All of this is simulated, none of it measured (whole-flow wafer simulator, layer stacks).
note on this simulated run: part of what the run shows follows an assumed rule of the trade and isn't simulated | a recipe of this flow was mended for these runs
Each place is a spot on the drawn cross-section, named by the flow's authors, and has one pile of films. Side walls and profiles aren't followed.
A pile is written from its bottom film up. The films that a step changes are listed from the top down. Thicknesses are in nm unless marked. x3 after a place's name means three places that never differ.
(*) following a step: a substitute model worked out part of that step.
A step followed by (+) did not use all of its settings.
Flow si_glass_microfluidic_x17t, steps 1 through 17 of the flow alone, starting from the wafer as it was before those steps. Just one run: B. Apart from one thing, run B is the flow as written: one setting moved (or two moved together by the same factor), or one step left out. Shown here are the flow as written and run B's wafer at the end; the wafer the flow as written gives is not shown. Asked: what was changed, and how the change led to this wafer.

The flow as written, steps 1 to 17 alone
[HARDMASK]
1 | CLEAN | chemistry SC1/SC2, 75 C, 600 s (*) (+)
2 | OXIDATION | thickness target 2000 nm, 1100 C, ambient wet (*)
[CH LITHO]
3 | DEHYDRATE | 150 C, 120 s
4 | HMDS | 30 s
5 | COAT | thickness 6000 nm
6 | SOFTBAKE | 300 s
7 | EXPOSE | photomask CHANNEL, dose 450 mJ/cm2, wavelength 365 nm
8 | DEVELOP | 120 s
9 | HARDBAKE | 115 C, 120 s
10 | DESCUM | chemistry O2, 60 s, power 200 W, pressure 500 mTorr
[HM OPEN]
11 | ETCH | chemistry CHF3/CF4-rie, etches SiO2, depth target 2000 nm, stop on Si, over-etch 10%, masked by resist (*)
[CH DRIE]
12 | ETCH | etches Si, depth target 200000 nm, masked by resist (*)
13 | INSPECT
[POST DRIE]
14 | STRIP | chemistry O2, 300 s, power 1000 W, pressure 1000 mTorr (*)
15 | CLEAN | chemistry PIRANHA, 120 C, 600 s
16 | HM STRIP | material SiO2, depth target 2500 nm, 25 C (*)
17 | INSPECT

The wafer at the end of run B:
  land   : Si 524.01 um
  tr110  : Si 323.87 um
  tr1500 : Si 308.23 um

What caused this: step 2, OXIDATION: thickness target 2240 nm was run, while the flow as written has thickness target 2000 nm; step 11, ETCH: depth target 2240 nm was run, where the flow has depth target 2000 nm.

How this came from the change, step by step:
  2 | OXIDATION | thickness target 2000 nm, 1100 C, ambient wet (*)
      land, tr110, tr1500, tr15: SiO2 gains 2240 (new film), chemical SiO2 loses 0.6 (all of it), Si loses 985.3 (as written it would have been: SiO2 gains 2000 (new film), chemical SiO2 loses 0.6 (all of it), Si loses 879.7)
  11 | ETCH | chemistry CHF3/CF4-rie, etches SiO2, depth target 2000 nm, stop on Si, over-etch 10%, masked by resist (*)
      tr110, tr1500, tr15: SiO2 loses 2240 (all of it), Si loses 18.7 (as written it would have been: SiO2 loses 2000 (all of it), Si loses 16.7)
      land: thick-i-line-resist loses 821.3 (as written it would have been: thick-i-line-resist loses 733.3)
  12 | ETCH | etches Si, depth target 200000 nm, masked by resist (*)
      tr1500: Si loses 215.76 um (as written it would have been: Si loses 215.73 um)
      tr15: Si loses 149.94 um (as written it would have been: Si loses 149.99 um)
  14 | STRIP | chemistry O2, 300 s, power 1000 W, pressure 1000 mTorr (*)
      land: thick-i-line-resist loses 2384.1 (all of it) (as written it would have been: thick-i-line-resist loses 2472.3 (all of it))
  16 | HM STRIP | material SiO2, depth target 2500 nm, 25 C (*)
      land: SiO2 loses 2240 (all of it) (as written it would have been: SiO2 loses 2000 (all of it))
